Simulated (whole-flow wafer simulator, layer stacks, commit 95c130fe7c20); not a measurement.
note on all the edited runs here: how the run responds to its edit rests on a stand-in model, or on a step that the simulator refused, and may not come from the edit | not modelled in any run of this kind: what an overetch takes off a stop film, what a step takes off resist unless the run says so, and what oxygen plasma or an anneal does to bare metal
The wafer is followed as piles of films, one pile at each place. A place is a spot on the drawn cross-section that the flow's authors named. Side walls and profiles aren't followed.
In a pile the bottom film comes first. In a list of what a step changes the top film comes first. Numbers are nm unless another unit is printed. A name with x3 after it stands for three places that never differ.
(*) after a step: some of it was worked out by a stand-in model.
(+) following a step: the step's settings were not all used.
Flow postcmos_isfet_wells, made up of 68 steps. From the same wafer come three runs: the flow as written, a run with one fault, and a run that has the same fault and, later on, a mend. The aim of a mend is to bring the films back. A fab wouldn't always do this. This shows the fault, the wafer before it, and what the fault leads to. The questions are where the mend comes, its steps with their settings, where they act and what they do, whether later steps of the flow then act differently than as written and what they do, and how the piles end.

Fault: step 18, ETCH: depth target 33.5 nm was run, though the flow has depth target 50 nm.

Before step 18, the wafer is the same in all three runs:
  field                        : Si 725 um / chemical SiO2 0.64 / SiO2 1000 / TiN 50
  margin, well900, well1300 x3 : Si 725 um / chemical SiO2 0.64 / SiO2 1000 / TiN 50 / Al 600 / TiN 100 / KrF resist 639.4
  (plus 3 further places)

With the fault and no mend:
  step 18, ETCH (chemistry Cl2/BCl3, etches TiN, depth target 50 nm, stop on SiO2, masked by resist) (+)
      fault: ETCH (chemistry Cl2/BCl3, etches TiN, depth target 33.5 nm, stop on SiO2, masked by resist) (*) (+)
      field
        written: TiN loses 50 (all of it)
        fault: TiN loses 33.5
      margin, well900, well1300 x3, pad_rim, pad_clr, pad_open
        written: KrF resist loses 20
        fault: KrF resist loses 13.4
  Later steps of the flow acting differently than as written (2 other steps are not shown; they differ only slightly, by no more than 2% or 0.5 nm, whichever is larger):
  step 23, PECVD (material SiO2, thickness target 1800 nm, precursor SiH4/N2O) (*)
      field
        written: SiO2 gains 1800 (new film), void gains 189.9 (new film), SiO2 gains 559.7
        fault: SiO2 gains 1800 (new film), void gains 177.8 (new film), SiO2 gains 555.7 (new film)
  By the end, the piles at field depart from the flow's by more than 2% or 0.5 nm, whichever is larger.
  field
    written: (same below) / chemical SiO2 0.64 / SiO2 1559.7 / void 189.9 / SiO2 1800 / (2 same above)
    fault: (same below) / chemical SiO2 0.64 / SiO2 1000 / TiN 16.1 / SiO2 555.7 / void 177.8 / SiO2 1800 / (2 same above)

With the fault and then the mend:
  After step 18 comes the mend.
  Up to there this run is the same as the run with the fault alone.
  step 18a, ETCH (chemistry Cl2/BCl3, etches TiN, depth target 16.5 nm, stop on SiO2, masked by resist) (a further turn of the flow's step 18, with different settings)
      margin, well900, well1300 x3, pad_rim, pad_clr, pad_open
        KrF resist loses 6.6
      field
        TiN loses 16.5 (all of it)
  Every later step of the flow that is run acts as written at every place that is followed.
  At every place that both follow, the piles at the end match the flow's.
